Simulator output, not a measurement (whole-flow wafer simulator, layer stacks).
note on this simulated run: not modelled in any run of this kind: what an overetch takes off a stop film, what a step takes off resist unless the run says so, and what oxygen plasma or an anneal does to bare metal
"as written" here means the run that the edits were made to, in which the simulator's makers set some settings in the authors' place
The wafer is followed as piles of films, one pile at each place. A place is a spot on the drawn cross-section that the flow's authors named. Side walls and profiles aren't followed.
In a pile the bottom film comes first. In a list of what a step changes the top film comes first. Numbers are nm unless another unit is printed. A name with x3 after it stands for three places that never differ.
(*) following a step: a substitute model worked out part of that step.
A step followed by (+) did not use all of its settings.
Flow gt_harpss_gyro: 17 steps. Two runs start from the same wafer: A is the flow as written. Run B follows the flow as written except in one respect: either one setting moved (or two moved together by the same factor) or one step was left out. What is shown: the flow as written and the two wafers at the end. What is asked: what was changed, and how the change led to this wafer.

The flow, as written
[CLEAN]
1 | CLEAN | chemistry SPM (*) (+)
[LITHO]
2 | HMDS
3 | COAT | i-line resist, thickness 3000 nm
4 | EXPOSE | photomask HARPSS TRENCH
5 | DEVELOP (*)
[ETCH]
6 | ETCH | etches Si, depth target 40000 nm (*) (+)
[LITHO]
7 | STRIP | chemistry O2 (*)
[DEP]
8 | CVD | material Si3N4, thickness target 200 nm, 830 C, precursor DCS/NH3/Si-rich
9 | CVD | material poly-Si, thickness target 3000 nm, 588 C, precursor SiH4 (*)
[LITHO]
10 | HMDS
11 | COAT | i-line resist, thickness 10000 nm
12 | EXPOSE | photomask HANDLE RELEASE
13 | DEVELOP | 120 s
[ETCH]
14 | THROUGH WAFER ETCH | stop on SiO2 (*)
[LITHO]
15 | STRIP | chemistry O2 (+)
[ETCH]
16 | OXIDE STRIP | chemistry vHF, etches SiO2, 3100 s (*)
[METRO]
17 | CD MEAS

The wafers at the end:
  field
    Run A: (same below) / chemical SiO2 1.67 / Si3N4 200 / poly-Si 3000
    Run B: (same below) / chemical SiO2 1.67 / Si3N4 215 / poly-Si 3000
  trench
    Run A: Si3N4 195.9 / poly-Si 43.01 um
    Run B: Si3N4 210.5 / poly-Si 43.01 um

The reason: step 8, CVD: thickness target 215 nm was run, though the flow has thickness target 200 nm.
One can read it off the wafer: field has Si3N4 215, and step 8 as written asks for 200 nm.

The path from the change to this, step by step:
  8 | CVD | material Si3N4, thickness target 200 nm, 830 C, precursor DCS/NH3/Si-rich
      field: A +200 Si3N4 (new film) | B +215 Si3N4 (new film)
      trench: A +195.9 Si3N4 (new film) | B +210.5 Si3N4 (new film)
